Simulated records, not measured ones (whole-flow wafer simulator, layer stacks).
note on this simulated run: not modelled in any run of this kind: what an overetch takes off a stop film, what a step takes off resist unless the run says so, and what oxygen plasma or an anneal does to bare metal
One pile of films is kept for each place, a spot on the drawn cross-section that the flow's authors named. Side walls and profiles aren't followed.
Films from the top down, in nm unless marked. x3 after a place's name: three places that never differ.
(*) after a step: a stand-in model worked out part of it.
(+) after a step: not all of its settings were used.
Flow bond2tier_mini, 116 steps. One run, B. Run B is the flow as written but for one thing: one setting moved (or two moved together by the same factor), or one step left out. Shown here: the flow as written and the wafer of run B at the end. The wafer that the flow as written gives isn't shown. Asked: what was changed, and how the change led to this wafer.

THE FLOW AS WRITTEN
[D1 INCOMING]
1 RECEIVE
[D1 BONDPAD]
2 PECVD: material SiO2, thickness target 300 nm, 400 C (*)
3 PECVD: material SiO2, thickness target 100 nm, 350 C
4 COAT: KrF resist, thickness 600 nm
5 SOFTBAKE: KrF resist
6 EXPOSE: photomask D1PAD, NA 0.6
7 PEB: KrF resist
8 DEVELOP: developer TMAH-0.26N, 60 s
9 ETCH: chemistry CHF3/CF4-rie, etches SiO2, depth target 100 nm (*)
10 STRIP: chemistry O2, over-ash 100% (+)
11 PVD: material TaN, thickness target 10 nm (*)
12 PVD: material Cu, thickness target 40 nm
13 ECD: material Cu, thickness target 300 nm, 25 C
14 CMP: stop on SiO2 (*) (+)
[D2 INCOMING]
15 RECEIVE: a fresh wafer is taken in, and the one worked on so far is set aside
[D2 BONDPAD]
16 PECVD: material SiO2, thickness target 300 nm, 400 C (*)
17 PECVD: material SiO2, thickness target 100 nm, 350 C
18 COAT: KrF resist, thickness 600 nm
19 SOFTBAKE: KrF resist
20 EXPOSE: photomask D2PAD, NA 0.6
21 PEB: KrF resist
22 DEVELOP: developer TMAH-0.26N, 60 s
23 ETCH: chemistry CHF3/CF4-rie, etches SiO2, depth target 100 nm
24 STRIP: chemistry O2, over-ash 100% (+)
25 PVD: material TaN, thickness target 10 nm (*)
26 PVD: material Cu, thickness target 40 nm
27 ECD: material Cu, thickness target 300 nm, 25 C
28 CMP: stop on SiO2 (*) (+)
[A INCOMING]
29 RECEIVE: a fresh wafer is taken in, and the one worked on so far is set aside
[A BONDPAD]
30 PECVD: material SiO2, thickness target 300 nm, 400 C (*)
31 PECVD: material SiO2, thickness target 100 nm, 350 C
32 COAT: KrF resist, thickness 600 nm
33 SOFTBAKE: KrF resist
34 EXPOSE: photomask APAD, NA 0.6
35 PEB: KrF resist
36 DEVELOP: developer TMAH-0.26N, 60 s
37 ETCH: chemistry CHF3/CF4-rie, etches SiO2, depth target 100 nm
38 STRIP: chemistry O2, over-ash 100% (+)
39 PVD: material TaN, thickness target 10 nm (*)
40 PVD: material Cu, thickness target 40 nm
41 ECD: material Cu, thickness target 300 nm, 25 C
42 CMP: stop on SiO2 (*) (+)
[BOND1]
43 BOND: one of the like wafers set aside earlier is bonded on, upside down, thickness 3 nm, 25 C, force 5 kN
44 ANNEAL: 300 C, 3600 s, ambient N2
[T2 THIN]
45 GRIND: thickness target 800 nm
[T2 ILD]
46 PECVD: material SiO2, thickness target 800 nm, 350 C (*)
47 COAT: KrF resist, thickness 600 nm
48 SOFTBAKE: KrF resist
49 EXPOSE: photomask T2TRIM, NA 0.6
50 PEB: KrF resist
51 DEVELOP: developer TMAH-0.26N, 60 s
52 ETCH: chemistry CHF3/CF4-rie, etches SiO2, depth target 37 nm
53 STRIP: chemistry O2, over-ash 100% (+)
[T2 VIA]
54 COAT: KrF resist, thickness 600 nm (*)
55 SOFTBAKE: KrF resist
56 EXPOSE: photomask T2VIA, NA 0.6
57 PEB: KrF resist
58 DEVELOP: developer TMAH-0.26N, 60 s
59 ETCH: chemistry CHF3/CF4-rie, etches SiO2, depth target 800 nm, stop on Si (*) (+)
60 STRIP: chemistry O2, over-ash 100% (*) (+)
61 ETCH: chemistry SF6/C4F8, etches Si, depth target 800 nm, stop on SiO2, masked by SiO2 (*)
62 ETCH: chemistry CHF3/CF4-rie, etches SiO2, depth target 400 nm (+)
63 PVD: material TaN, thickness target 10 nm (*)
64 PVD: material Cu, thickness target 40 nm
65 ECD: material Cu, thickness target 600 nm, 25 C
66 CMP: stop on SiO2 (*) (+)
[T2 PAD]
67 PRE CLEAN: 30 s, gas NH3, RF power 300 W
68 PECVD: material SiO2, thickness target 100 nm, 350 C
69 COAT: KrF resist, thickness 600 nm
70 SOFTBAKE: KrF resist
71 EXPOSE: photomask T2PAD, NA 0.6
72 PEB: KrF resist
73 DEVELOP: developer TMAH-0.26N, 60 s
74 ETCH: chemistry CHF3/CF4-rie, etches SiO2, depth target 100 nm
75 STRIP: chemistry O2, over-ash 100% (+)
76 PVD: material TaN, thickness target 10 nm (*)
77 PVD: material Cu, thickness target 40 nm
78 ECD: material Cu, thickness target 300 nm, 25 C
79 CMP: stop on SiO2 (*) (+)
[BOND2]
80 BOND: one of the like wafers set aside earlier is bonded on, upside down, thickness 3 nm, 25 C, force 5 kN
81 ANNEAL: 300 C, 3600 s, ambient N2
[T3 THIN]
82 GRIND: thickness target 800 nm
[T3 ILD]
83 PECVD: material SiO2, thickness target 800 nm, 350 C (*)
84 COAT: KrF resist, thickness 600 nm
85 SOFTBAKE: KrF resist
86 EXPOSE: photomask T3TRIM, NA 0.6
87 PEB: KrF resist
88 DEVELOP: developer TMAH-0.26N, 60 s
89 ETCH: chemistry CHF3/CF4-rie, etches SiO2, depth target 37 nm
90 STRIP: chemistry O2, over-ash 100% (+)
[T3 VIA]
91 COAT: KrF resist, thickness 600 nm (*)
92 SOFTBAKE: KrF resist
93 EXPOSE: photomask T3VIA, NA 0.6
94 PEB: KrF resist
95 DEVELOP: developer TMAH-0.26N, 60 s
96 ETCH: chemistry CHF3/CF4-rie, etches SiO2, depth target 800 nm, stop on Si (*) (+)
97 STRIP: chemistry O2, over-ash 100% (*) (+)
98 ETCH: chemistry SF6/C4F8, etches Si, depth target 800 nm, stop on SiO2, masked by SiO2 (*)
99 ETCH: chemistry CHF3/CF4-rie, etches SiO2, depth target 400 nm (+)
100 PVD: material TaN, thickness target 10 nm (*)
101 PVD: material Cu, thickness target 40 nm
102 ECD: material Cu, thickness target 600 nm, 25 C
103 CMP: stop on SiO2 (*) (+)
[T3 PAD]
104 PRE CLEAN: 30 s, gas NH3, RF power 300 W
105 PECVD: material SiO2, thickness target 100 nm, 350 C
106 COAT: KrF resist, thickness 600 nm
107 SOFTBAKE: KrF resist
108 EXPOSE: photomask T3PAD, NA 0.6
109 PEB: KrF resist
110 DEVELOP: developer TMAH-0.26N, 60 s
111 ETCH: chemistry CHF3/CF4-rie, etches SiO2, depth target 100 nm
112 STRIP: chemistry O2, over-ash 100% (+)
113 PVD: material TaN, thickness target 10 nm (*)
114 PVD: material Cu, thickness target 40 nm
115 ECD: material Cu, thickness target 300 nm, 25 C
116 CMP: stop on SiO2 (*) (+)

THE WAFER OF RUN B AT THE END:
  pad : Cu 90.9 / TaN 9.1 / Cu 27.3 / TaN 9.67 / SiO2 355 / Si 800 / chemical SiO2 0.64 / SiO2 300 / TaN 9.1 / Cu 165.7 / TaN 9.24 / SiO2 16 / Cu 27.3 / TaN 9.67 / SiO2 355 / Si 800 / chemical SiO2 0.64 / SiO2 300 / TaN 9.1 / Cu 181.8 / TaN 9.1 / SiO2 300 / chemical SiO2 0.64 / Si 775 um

The cause: step 74, ETCH: depth target 84 nm was run, where the flow has depth target 100 nm.

How the change led to this, step by step:
  74 ETCH: chemistry CHF3/CF4-rie, etches SiO2, depth target 100 nm
      pad: SiO2 -84 (as written it would be: SiO2 -100 (all of it))
      field: KrF resist -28 (as written it would be: KrF resist -33.3)
  78 ECD: material Cu, thickness target 300 nm, 25 C
      pad: Cu +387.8 (as written it would be: Cu +404.5)
Counting metal films that touch as one body, pad has 4 bodies (between them, from the top down: SiO2 355 / Si 800 / chemical SiO2 0.64 / SiO2 300; SiO2 16; SiO2 355 / Si 800 / chemical SiO2 0.64 / SiO2 300); the flow as written gives 3 bodies (between them, from the top down: SiO2 355 / Si 800 / chemical SiO2 0.64 / SiO2 300; SiO2 355 / Si 800 / chemical SiO2 0.64 / SiO2 300).
